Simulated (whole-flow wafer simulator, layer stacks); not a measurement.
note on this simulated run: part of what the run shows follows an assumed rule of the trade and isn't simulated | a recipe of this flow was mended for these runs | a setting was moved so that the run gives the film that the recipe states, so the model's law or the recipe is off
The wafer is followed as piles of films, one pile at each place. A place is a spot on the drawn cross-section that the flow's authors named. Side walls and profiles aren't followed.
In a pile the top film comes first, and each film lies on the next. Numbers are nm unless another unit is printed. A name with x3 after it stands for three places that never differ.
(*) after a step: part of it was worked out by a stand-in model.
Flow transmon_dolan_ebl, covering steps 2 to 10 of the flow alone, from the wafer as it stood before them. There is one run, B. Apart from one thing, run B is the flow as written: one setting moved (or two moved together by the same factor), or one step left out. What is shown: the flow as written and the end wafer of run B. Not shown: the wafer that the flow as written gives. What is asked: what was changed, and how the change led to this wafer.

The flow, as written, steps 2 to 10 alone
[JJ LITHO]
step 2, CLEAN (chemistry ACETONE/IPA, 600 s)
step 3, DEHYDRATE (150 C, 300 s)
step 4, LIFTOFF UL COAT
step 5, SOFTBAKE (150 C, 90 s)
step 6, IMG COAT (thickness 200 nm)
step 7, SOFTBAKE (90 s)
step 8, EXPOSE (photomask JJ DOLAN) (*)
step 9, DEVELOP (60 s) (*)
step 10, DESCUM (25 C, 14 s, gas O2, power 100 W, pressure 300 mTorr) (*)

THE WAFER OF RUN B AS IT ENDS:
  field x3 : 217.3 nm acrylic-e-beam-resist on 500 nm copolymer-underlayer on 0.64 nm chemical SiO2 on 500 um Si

Cause: step 6, IMG COAT: thickness 232 nm was run, though the flow has thickness 200 nm.

How this came from the change, step by step:
  step 6, IMG COAT (thickness 200 nm)
      field x3, jj_line: +232 acrylic-e-beam-resist (new film) (it would be, as written: +200 acrylic-e-beam-resist (new film))
  step 9, DEVELOP (60 s) (*)
      jj_line: -232 acrylic-e-beam-resist (all of it), -500 copolymer-underlayer (all of it) (it would be, as written: -200 acrylic-e-beam-resist (all of it), -500 copolymer-underlayer (all of it))
